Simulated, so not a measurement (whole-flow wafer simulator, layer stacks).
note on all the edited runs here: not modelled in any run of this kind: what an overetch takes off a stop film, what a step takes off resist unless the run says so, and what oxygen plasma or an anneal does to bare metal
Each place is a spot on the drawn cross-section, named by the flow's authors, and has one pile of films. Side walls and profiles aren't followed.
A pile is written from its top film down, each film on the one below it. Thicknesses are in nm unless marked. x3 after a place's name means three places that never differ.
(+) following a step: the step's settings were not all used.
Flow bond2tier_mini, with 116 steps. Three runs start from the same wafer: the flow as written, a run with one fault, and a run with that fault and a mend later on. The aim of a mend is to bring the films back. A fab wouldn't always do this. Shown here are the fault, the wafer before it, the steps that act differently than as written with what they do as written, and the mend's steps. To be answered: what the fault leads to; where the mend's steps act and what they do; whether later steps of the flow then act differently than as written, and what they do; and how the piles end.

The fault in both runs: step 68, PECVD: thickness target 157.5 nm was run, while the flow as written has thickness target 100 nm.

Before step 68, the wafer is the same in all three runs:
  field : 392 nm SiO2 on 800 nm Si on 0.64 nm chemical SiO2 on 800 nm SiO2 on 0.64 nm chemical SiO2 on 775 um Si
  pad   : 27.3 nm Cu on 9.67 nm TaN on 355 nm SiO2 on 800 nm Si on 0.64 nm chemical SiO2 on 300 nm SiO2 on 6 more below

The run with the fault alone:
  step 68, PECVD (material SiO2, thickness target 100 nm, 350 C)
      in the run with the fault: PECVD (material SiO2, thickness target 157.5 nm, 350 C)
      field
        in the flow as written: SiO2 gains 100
        in the run with the fault: SiO2 gains 157.5
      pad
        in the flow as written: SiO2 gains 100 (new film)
        in the run with the fault: SiO2 gains 157.5 (new film)
  Later steps of the flow acting differently than as written:
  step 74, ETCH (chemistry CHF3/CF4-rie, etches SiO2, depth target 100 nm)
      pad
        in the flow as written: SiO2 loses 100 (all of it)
        in the run with the fault: SiO2 loses 100
  At field, pad, the piles at the end differ from the flow's by more than 2% or 0.5 nm, whichever is larger.
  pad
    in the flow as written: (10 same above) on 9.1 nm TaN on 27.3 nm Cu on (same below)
    in the run with the fault: (10 same above) on 9.1 nm TaN on 57.5 nm SiO2 on 27.3 nm Cu on (same below)
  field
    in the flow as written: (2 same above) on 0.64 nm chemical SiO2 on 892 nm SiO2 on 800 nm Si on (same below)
    in the run with the fault: (2 same above) on 0.64 nm chemical SiO2 on 949.5 nm SiO2 on 800 nm Si on (same below)

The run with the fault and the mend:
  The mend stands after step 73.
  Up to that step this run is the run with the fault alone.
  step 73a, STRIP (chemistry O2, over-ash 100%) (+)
      field
        KrF resist loses 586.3 (all of it)
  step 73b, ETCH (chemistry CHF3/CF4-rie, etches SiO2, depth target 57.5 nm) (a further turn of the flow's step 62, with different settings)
      field, pad
        SiO2 loses 57.5
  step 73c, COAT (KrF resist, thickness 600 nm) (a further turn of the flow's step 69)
      field, pad
        KrF resist gains 600 (new film)
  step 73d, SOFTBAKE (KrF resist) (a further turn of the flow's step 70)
      alters no film at any place that is followed
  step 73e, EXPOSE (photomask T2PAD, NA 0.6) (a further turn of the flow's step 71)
      alters no film at any place that is followed
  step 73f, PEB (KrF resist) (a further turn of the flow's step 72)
      alters no film at any place that is followed
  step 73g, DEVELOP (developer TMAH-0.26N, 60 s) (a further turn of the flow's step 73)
      field
        KrF resist loses 13.7
      pad
        KrF resist loses 600 (all of it)
  None of the later steps of the flow acts differently than as written at any place that is followed.
  By the end, the piles equal the flow's at every place that both follow.
